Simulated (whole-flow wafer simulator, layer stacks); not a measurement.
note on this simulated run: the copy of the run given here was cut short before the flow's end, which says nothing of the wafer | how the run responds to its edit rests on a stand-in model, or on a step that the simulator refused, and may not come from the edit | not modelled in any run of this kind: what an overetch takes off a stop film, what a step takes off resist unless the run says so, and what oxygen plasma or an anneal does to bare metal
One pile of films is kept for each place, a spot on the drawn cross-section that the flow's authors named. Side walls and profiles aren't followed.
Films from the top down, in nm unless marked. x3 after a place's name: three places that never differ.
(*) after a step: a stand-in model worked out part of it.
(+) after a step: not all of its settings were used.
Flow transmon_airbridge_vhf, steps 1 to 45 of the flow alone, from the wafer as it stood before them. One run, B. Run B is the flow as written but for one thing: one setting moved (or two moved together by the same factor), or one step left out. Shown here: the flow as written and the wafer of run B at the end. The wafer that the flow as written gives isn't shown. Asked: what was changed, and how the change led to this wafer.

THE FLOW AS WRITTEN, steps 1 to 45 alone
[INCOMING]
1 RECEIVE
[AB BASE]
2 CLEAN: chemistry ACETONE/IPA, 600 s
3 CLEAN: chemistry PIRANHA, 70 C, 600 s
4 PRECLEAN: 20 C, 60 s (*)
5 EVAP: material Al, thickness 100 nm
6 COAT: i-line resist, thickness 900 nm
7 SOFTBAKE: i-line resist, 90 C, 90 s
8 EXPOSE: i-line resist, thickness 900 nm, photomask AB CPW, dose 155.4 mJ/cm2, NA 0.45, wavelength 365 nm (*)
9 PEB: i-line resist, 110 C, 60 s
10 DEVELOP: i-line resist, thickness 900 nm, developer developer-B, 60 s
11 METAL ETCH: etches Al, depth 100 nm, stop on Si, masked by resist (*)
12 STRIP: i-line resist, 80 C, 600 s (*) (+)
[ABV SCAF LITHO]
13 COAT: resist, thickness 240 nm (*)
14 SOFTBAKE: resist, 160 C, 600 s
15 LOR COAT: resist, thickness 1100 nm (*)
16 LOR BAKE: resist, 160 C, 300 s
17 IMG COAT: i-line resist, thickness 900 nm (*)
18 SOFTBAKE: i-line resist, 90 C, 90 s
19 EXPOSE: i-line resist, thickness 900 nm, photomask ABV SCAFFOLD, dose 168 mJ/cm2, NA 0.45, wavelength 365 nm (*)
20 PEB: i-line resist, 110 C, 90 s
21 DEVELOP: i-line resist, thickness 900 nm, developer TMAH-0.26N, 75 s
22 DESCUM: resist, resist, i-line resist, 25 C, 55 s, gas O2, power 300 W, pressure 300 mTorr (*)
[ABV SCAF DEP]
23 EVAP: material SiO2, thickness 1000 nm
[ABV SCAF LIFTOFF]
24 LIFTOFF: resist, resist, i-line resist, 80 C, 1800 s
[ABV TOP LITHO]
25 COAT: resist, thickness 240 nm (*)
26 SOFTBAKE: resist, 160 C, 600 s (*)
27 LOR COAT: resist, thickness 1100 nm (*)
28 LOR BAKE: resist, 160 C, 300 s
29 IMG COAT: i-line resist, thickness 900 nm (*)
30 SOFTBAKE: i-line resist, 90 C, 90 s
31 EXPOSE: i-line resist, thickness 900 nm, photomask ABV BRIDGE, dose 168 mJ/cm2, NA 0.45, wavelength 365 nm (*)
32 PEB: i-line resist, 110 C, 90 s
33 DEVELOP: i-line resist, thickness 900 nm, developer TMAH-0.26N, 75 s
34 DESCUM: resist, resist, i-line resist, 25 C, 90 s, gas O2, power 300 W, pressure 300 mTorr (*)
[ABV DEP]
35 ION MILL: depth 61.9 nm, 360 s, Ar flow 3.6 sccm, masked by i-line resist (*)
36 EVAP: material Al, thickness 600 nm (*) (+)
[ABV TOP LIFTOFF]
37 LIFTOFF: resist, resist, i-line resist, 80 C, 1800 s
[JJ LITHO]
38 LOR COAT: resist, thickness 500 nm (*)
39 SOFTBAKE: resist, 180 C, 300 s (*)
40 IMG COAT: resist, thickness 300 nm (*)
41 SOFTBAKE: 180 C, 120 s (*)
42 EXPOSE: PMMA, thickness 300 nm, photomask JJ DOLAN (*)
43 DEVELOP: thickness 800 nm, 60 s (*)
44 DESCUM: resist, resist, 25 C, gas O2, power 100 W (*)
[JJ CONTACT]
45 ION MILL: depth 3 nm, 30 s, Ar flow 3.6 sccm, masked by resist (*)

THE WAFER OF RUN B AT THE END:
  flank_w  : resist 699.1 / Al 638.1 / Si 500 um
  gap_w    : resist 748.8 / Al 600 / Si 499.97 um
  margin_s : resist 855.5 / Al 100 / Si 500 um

The cause: step 23, EVAP: material SiO2, thickness 1000 nm, was left out.

How the change led to this, step by step:
  24 LIFTOFF: resist, resist, i-line resist, 80 C, 1800 s
      field x3, jj_line, trace_open_s x2: i-line resist -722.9 (all of it), resist -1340 (all of it) (as written it would be: SiO2 -1000 (all of it), i-line resist -722.9 (all of it), resist -1340 (all of it))
      pad_w, pad_e: i-line resist -718 (all of it), resist -1330.2 (all of it) (as written it would be: SiO2 -1000 (all of it), i-line resist -718 (all of it), resist -1330.2 (all of it))
      (and at 1 more place)
  25 COAT: resist, thickness 240 nm (*)
      flank_w, flank_e: resist +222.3 (new film) (as written it would be: resist +152.6 (new film))
      gap_w, gap_e: resist +251.7 (new film) (as written it would be: resist +210.7 (new film))
      (and at 7 more places)
  27 LOR COAT: resist, thickness 1100 nm (*)
      gap_w, gap_e: resist +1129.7 (as written it would be: resist +977.8)
      margin_s, margin_n: resist +1100 (as written it would be: resist +823.4)
      (and at 7 more places)
  29 IMG COAT: i-line resist, thickness 900 nm (*)
      gap_w, gap_e: i-line resist +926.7 (new film) (as written it would be: i-line resist +681.7 (new film))
      margin_s, margin_n: i-line resist +900 (new film) (as written it would be: i-line resist +603.2 (new film))
      (and at 7 more places)
  30 SOFTBAKE: i-line resist, 90 C, 90 s
      flank_w, flank_e: nothing (as written it would be: i-line resist -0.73)
      margin_s, margin_n: nothing (as written it would be: i-line resist -0.61)
  32 PEB: i-line resist, 110 C, 90 s
      pad_w, pad_e: i-line resist -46 (as written it would be: i-line resist -51)
      flank_w, flank_e: i-line resist -46.7 (as written it would be: i-line resist -38.3)
      (and at 7 more places)
  33 DEVELOP: i-line resist, thickness 900 nm, developer TMAH-0.26N, 75 s
      gap_w, gap_e: i-line resist -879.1 (all of it), resist -1129.7 (as written it would be: i-line resist -646.9 (all of it), resist -977.8)
      pad_w: i-line resist -848.8 (all of it), resist -1090.9 (as written it would be: i-line resist -937.2 (all of it), resist -1247.8)
      (and at 5 more places)
  34 DESCUM: resist, resist, i-line resist, 25 C, 90 s, gas O2, power 300 W, pressure 300 mTorr (*)
      flank_w, flank_e: resist -222.3 (all of it) (as written it would be: resist -152.6 (all of it))
      gap_w, gap_e: resist -251.7 (all of it) (as written it would be: resist -210.7 (all of it))
      (and at 4 more places)
  35 ION MILL: depth 61.9 nm, 360 s, Ar flow 3.6 sccm, masked by i-line resist (*)
      flank_w, cpw_trace, flank_e, bridge_strip: Al -61.9 (as written it would be: SiO2 -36)
      gap_w, gap_e: Si -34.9 (as written it would be: SiO2 -36)
  36 EVAP: material Al, thickness 600 nm (*) (+)
      flank_w, cpw_trace, flank_e, bridge_strip: Al +600 (as written it would be: Al +600 (new film))
  37 LIFTOFF: resist, resist, i-line resist, 80 C, 1800 s
      margin_s, margin_n: Al -600 (all of it), i-line resist -600 (all of it), resist -1340 (all of it) (as written it would be: Al -600 (all of it), i-line resist -318.3 (all of it), resist -992 (all of it))
      ground_far: Al -600 (all of it), i-line resist -594.2 (all of it), resist -1337 (all of it) (as written it would be: Al -600 (all of it), i-line resist -717.9 (all of it), resist -1384.9 (all of it))
  38 LOR COAT: resist, thickness 500 nm (*)
      pad_w, pad_e: resist +442.3 (new film) (as written it would be: resist +517 (new film))
      flank_w, flank_e: resist +462.5 (new film) (as written it would be: resist +306.5 (new film))
      (and at 6 more places)
  40 IMG COAT: resist, thickness 300 nm (*)
      pad_w, pad_e: resist +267 (as written it would be: resist +300.1)
      flank_w, flank_e: resist +268.4 (as written it would be: resist +212.1)
      (and at 6 more places)
Counting metal films that touch as one body, flank_w has 1 body; the flow as written gives 2 bodies (between them, from the top down: SiO2 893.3).
